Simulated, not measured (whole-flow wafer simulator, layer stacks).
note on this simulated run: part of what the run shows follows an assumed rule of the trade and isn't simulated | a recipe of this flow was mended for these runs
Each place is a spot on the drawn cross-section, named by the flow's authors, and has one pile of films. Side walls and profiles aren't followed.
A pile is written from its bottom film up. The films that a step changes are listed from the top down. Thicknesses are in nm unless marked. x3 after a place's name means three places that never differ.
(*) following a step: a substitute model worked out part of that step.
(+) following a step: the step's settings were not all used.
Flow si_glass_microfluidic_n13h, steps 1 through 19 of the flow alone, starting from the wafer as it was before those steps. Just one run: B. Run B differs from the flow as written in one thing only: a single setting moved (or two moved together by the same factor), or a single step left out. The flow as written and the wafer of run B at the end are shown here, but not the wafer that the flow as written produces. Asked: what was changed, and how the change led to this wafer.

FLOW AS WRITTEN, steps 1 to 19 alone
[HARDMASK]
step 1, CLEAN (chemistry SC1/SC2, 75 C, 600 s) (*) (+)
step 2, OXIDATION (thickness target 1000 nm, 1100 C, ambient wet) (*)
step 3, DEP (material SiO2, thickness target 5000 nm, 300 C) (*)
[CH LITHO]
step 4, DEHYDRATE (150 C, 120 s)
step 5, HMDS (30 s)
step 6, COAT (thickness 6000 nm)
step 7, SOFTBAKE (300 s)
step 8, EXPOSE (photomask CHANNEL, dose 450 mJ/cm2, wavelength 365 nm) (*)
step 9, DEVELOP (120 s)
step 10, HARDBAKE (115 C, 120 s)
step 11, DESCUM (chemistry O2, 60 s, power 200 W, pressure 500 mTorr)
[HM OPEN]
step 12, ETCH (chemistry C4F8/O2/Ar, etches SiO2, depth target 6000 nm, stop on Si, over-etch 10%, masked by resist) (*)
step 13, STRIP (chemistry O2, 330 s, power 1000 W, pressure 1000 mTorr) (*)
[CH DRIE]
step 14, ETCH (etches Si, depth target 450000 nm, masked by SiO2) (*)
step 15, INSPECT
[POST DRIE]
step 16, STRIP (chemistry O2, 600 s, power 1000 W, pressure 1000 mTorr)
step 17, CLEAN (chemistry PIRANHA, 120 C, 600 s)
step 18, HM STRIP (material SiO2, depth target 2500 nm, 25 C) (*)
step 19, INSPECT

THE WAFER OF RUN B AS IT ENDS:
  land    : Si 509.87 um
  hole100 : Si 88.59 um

Cause: step 3, DEP: thickness target 3000 nm was run, whereas the flow has thickness target 5000 nm.

How this came from the change, step by step:
  step 3, DEP (material SiO2, thickness target 5000 nm, 300 C) (*)
      land, hole100: +3000 SiO2 (in the flow as written it would be: +5000 SiO2)
  step 12, ETCH (chemistry C4F8/O2/Ar, etches SiO2, depth target 6000 nm, stop on Si, over-etch 10%, masked by resist) (*)
      land: -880 thick-i-line-resist (in the flow as written it would be: -1320 thick-i-line-resist)
      hole100: -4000 SiO2 (all of it), -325 Si (in the flow as written it would be: -6000 SiO2 (all of it), -75 Si)
  step 13, STRIP (chemistry O2, 330 s, power 1000 W, pressure 1000 mTorr) (*)
      land: -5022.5 thick-i-line-resist (all of it) (in the flow as written it would be: -4582.5 thick-i-line-resist (all of it))
  step 14, ETCH (etches Si, depth target 450000 nm, masked by SiO2) (*)
      land: -4000 SiO2 (all of it), -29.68 um Si (in the flow as written it would be: -4145.6 SiO2)
  step 16, STRIP (chemistry O2, 600 s, power 1000 W, pressure 1000 mTorr)
      land: +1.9 chemical SiO2 (new film), -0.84 Si (in the flow as written it would be: nothing)
  step 18, HM STRIP (material SiO2, depth target 2500 nm, 25 C) (*)
      land: -1.9 chemical SiO2 (all of it) (in the flow as written it would be: -1854.4 SiO2 (all of it))
